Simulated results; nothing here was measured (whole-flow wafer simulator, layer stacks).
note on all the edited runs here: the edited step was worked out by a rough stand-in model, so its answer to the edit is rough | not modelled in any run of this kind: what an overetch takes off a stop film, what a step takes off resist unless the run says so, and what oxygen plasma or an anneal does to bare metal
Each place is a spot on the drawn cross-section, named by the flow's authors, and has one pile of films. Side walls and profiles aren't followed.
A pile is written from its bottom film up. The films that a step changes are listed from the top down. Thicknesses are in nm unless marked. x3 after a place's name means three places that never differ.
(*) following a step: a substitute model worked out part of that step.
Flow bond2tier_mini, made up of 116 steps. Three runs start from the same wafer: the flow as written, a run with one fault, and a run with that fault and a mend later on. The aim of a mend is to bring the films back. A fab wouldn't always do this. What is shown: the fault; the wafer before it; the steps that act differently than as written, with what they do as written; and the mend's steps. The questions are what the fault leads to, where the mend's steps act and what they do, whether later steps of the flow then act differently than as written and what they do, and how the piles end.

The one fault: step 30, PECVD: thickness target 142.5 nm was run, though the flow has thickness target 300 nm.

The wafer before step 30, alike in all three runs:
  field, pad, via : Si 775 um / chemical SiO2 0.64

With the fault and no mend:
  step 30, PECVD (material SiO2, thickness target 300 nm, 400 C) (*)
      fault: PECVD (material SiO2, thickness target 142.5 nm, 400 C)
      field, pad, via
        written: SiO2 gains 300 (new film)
        fault: SiO2 gains 142.5 (new film)
  Later steps of the flow that are run all act as written at every place that is followed.
  The piles end different from the flow's at field, pad by more than 2% or 0.5 nm, whichever is larger.
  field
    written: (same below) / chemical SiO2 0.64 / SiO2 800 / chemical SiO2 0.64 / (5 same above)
    fault: (same below) / chemical SiO2 0.64 / SiO2 642.5 / chemical SiO2 0.64 / (5 same above)
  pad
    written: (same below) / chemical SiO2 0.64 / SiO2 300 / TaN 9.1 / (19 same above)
    fault: (same below) / chemical SiO2 0.64 / SiO2 142.5 / TaN 9.1 / (19 same above)

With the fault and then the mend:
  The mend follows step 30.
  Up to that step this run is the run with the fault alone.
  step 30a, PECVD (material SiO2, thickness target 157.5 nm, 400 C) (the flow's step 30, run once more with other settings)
      field, pad, via
        SiO2 gains 157.5
  Later steps of the flow that are run all act as written at every place that is followed.
  The piles end the same as the flow's at every place that both follow.
